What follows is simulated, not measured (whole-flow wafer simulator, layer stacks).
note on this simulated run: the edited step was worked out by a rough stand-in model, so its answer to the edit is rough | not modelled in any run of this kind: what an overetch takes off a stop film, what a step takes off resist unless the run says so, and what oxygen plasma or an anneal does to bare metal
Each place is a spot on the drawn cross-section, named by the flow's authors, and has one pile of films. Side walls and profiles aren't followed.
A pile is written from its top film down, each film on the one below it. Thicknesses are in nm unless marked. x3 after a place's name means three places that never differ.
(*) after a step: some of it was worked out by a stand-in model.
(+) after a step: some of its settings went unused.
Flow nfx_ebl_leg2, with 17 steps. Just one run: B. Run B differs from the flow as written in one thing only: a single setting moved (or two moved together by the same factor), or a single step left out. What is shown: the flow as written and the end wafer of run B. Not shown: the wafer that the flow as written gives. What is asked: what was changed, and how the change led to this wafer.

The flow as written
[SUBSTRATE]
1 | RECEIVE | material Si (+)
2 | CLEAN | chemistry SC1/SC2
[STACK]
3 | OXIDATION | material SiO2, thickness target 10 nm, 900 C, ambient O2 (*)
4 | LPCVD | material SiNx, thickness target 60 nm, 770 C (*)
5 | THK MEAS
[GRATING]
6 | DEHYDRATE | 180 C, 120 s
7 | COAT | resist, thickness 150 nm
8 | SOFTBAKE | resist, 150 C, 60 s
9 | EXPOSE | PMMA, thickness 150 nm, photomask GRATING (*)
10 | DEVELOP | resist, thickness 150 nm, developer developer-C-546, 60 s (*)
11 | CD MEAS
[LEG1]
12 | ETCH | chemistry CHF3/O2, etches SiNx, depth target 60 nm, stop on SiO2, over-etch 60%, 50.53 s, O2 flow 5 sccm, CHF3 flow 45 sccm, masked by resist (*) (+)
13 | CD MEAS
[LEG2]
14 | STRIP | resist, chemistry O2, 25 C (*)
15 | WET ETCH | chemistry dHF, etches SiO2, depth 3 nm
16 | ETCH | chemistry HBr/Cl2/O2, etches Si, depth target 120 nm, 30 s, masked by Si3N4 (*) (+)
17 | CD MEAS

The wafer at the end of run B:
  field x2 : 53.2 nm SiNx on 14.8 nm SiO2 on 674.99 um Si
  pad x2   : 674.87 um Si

Cause: step 3, OXIDATION: thickness target 14.8 nm was run, while the flow as written has thickness target 10 nm.
The wafer itself shows it: field x2 has SiO2 14.8, and step 3 as written asks for 10 nm.

How this came from the change, step by step:
  3 | OXIDATION | material SiO2, thickness target 10 nm, 900 C, ambient O2 (*)
      field x2, pad x2: +14.8 SiO2 (new film), -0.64 chemical SiO2 (all of it), -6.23 Si (as written it would have been: +10 SiO2 (new film), -0.64 chemical SiO2 (all of it), -4.12 Si)
  12 | ETCH | chemistry CHF3/O2, etches SiNx, depth target 60 nm, stop on SiO2, over-etch 60%, 50.53 s, O2 flow 5 sccm, CHF3 flow 45 sccm, masked by resist (*) (+)
      pad x2: -60 SiNx (all of it), -14.8 SiO2 (all of it) (as written it would have been: -60 SiNx (all of it), -10 SiO2 (all of it))
